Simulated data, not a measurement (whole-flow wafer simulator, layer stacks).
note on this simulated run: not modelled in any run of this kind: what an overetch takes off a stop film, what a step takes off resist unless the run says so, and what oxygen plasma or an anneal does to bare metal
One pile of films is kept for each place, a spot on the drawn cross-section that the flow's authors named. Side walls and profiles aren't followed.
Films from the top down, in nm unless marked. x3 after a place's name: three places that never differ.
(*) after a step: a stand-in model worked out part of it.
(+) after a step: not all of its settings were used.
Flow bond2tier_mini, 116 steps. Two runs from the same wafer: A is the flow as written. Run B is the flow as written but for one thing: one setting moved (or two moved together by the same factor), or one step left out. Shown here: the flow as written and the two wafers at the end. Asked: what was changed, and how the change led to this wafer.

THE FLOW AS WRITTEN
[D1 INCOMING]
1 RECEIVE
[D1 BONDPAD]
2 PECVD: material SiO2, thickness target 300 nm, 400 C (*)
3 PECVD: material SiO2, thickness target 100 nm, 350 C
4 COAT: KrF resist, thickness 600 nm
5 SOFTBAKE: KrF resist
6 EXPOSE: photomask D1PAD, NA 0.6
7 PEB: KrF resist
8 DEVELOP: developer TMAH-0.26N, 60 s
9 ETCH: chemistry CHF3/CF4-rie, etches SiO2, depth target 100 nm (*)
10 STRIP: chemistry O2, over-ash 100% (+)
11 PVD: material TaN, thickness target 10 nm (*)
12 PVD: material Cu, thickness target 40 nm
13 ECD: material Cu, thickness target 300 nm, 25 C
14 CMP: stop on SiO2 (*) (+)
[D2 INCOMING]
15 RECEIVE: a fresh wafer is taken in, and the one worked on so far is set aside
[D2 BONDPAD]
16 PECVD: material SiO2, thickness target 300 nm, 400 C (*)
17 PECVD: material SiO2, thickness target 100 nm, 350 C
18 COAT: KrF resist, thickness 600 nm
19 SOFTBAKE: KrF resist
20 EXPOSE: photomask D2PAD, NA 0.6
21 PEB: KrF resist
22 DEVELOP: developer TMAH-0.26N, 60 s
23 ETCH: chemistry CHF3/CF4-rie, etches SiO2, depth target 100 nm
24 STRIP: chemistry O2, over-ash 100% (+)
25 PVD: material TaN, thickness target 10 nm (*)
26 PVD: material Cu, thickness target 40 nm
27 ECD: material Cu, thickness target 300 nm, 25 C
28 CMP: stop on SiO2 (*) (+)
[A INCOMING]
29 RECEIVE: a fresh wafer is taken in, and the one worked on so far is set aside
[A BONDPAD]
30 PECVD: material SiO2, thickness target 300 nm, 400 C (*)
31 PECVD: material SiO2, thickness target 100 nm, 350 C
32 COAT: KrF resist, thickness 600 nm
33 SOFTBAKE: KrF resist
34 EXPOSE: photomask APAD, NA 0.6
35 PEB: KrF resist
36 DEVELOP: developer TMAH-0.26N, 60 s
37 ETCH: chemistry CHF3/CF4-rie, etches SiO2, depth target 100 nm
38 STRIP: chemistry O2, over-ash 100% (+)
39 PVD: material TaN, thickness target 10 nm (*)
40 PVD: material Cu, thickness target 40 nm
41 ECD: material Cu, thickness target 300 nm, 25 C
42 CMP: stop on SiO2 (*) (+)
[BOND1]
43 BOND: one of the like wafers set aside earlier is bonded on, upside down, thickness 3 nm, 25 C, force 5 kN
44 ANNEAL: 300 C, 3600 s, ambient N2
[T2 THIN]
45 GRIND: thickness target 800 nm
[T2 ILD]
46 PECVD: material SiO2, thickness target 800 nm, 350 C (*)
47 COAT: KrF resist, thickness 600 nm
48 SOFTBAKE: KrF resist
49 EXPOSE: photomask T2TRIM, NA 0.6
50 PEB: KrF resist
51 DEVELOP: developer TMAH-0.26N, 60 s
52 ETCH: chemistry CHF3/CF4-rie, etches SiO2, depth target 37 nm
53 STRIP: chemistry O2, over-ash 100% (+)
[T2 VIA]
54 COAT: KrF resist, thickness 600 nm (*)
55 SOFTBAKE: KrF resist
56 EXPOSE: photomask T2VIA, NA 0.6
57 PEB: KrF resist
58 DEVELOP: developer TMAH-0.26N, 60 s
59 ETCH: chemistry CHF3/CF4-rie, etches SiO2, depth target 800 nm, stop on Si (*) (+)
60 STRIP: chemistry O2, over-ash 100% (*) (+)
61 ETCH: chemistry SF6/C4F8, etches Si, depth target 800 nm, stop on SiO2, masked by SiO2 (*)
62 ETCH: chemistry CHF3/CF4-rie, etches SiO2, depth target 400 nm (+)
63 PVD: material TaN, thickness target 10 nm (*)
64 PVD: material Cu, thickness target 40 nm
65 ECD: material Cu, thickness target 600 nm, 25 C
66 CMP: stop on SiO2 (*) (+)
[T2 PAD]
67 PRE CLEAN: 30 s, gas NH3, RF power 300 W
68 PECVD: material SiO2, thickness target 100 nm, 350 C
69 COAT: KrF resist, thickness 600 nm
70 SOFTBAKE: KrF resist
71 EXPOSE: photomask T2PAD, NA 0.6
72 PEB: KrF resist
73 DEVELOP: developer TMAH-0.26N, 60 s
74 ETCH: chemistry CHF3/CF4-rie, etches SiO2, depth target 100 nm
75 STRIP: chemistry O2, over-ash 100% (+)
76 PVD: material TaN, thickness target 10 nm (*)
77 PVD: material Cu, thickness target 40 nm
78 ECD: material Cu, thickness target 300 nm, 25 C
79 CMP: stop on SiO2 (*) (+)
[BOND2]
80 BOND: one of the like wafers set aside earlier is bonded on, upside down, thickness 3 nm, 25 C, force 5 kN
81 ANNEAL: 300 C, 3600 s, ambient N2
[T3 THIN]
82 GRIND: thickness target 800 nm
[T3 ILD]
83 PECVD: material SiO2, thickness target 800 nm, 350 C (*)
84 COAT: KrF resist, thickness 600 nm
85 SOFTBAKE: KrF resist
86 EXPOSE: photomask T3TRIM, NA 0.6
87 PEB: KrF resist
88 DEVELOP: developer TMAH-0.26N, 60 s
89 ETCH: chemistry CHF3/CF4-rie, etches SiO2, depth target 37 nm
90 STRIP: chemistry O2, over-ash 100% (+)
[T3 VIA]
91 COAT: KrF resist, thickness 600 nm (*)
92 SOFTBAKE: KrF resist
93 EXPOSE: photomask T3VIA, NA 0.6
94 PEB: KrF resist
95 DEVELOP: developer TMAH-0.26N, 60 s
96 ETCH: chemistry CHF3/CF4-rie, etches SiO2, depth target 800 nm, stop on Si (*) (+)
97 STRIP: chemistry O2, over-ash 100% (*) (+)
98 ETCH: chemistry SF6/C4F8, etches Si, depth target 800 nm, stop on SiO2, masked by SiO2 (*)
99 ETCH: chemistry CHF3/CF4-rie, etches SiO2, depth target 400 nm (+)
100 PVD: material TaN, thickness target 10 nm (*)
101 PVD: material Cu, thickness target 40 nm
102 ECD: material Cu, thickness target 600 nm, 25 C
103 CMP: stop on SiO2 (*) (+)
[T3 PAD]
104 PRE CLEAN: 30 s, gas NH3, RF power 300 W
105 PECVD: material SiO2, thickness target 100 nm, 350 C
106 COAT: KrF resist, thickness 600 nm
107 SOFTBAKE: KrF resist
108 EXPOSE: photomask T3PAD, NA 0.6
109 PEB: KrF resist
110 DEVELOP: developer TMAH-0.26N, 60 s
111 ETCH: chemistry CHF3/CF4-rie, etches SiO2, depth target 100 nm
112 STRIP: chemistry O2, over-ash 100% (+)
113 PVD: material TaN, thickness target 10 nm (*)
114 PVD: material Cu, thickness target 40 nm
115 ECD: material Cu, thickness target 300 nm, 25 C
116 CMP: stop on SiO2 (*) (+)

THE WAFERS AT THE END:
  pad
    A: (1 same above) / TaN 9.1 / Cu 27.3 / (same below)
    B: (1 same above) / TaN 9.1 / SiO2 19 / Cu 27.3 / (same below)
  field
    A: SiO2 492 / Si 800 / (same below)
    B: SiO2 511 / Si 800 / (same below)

The cause: step 105, PECVD: thickness target 119 nm was run, where the flow has thickness target 100 nm.

How the change led to this, step by step:
  105 PECVD: material SiO2, thickness target 100 nm, 350 C
      field: A SiO2 +100 | B SiO2 +119
      pad: A SiO2 +100 (new film) | B SiO2 +119 (new film)
  111 ETCH: chemistry CHF3/CF4-rie, etches SiO2, depth target 100 nm
      pad: A SiO2 -100 (all of it) | B SiO2 -100
Counting metal films that touch as one body, pad has 4 bodies (between them, from the top down: SiO2 19; SiO2 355 / Si 800 / chemical SiO2 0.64 / SiO2 300; SiO2 355 / Si 800 / chemical SiO2 0.64 / SiO2 300); the flow as written gives 3 bodies (between them, from the top down: SiO2 355 / Si 800 / chemical SiO2 0.64 / SiO2 300; SiO2 355 / Si 800 / chemical SiO2 0.64 / SiO2 300).
